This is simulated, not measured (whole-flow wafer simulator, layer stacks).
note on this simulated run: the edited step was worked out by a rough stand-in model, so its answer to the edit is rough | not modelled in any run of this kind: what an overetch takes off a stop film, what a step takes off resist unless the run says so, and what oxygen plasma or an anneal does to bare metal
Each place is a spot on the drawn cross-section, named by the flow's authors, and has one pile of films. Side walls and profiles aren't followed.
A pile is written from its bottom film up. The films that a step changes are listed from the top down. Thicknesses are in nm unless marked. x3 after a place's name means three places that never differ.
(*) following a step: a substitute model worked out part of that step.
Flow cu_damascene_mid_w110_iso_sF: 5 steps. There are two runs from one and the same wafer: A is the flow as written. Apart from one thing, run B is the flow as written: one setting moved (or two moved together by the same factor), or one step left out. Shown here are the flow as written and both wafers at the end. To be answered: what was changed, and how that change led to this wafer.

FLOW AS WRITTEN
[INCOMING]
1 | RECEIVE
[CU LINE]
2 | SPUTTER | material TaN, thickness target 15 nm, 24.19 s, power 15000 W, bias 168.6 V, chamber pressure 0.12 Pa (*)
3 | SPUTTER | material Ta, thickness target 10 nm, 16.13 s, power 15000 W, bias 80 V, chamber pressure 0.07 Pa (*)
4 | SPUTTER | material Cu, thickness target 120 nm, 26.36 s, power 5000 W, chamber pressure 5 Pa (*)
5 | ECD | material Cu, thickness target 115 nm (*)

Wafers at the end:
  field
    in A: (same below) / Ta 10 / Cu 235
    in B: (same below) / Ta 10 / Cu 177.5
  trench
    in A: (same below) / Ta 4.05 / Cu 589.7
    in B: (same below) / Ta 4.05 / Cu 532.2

What caused this: step 5, ECD: thickness target 57.5 nm was run, while the flow as written has thickness target 115 nm.

How this came from the change, step by step:
  5 | ECD | material Cu, thickness target 115 nm (*)
      field: A +115 Cu | B +57.5 Cu
      trench: A +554 Cu | B +496.5 Cu
